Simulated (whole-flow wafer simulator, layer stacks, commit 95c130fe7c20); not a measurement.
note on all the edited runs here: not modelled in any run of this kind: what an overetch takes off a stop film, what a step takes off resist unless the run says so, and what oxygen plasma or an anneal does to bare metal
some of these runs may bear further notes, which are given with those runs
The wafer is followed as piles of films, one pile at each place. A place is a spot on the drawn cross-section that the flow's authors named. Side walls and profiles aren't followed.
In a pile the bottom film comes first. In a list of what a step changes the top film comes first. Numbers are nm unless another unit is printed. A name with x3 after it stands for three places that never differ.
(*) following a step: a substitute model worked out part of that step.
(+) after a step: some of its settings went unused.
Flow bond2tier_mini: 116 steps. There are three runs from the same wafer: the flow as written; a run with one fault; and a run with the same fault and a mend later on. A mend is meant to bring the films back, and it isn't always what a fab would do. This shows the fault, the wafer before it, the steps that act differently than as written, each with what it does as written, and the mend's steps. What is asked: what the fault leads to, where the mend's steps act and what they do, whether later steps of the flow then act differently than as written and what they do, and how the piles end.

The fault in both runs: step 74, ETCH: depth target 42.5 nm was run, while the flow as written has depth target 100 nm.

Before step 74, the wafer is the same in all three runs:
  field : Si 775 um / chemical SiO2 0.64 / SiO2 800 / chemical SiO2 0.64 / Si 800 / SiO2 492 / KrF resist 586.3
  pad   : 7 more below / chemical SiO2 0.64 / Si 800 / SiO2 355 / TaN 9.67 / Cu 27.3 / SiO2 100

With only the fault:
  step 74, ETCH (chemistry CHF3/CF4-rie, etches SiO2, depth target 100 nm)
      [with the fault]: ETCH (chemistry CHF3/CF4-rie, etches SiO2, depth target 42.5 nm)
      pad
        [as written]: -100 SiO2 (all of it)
        [with the fault]: -42.5 SiO2
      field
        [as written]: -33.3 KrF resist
        [with the fault]: -14.2 KrF resist
  Steps further on in the flow that do not act as written:
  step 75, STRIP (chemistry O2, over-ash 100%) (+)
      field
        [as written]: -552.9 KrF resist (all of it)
        [with the fault]: -572.1 KrF resist (all of it)
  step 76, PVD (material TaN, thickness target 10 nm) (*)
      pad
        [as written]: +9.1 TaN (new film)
        [with the fault]: +9.62 TaN (new film)
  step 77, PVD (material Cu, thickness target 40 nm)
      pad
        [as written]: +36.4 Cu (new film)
        [with the fault]: +38.5 Cu (new film)
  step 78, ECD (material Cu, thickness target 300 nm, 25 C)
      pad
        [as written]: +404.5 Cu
        [with the fault]: +344.4 Cu
  At pad, the piles at the end differ from the flow's by more than 2% or 0.5 nm, whichever is larger.
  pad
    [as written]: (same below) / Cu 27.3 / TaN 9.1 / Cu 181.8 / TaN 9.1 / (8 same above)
    [with the fault]: (same below) / Cu 27.3 / SiO2 57.5 / TaN 9.62 / Cu 123.8 / TaN 9.1 / (8 same above)

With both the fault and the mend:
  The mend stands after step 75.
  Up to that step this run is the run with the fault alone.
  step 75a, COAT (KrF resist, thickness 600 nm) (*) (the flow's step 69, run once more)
      field
        +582 KrF resist (new film)
      pad
        +618.8 KrF resist (new film)
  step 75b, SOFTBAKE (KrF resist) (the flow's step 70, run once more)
      leaves every film unchanged at each place that is followed
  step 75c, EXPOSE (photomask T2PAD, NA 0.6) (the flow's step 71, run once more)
      leaves every film unchanged at each place that is followed
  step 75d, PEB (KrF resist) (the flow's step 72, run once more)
      leaves every film unchanged at each place that is followed
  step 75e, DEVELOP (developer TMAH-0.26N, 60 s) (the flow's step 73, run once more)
      field
        -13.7 KrF resist
      pad
        -618.8 KrF resist (all of it)
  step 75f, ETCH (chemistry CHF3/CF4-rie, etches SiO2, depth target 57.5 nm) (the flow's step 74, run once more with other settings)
      field
        -19.2 KrF resist
      pad
        -57.5 SiO2 (all of it)
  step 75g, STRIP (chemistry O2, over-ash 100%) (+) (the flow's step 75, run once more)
      field
        -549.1 KrF resist (all of it)
  Later steps of the flow that are run all act as written at every place that is followed.
  The piles end the same as the flow's at every place that both follow.
